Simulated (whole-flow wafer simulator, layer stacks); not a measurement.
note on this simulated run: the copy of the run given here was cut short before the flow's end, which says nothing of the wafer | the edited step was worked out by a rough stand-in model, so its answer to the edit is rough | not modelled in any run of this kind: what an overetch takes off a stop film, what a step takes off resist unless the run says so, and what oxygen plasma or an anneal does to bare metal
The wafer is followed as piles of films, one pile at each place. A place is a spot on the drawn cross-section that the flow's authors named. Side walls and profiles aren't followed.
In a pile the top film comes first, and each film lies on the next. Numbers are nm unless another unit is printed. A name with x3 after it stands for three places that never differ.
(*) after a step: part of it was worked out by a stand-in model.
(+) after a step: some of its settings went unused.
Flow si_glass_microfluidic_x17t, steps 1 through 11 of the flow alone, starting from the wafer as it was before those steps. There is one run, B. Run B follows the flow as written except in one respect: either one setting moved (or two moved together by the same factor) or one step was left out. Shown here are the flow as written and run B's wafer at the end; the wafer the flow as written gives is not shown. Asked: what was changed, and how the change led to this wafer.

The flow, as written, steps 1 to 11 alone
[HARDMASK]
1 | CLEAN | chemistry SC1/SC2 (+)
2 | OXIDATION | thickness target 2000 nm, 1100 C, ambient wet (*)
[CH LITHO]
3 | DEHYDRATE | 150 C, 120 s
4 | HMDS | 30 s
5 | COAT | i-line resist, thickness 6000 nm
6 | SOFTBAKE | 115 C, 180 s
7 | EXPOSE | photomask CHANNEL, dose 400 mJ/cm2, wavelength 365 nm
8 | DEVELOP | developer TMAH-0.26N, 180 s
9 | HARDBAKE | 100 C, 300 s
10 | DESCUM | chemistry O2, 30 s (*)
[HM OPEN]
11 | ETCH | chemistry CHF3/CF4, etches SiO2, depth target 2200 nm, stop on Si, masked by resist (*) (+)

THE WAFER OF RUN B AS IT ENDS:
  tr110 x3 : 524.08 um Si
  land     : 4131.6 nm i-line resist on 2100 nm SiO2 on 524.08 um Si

The reason: step 2, OXIDATION: thickness target 2100 nm was run, whereas the flow has thickness target 2000 nm.
One can read it off the wafer: land has SiO2 2100, and step 2 as written asks for 2000 nm.

The path from the change to this, step by step:
  2 | OXIDATION | thickness target 2000 nm, 1100 C, ambient wet (*)
      land, tr110 x3: +2100 SiO2 (new film), -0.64 chemical SiO2 (all of it), -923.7 Si (as written it would have been: +2000 SiO2 (new film), -0.64 chemical SiO2 (all of it), -879.7 Si)
  11 | ETCH | chemistry CHF3/CF4, etches SiO2, depth target 2200 nm, stop on Si, masked by resist (*) (+)
      tr110 x3: -2100 SiO2 (all of it) (as written it would have been: -2000 SiO2 (all of it))
